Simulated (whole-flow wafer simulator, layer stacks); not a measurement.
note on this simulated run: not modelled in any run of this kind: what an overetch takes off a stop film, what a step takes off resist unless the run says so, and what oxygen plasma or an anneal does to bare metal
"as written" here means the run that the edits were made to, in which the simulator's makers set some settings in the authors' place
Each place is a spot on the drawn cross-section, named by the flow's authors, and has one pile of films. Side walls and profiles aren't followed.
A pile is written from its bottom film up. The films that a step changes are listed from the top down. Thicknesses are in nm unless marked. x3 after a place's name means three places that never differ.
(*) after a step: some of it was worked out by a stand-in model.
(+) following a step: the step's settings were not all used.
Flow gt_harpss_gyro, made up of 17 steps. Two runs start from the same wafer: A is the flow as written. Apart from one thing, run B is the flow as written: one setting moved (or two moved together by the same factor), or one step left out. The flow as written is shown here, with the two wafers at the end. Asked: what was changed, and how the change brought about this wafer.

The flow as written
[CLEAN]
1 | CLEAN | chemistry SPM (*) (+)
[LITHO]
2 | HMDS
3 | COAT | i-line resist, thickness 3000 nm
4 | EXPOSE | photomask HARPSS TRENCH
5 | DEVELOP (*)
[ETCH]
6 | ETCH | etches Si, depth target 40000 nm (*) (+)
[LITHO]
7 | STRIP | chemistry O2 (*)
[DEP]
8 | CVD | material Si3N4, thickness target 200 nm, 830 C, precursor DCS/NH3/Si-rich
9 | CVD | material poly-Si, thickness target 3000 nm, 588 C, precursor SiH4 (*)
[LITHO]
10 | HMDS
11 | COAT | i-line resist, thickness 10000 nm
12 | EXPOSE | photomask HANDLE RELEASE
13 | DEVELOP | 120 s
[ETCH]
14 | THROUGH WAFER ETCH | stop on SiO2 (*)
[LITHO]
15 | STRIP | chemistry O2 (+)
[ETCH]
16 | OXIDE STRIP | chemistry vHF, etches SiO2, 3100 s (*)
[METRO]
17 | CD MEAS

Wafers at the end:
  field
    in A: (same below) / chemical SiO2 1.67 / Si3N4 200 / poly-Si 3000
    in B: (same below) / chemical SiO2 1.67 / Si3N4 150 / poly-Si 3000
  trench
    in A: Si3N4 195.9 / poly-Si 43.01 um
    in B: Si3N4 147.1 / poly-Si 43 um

Cause: step 8, CVD: thickness target 150 nm was run, though the flow has thickness target 200 nm.
The wafer itself shows it: field has Si3N4 150, and step 8 as written asks for 200 nm.

The path from the change to this, step by step:
  8 | CVD | material Si3N4, thickness target 200 nm, 830 C, precursor DCS/NH3/Si-rich
      field: A +200 Si3N4 (new film) | B +150 Si3N4 (new film)
      trench: A +195.9 Si3N4 (new film) | B +147.1 Si3N4 (new film)
  9 | CVD | material poly-Si, thickness target 3000 nm, 588 C, precursor SiH4 (*)
      trench: A +43.01 um poly-Si (new film) | B +43 um poly-Si (new film)
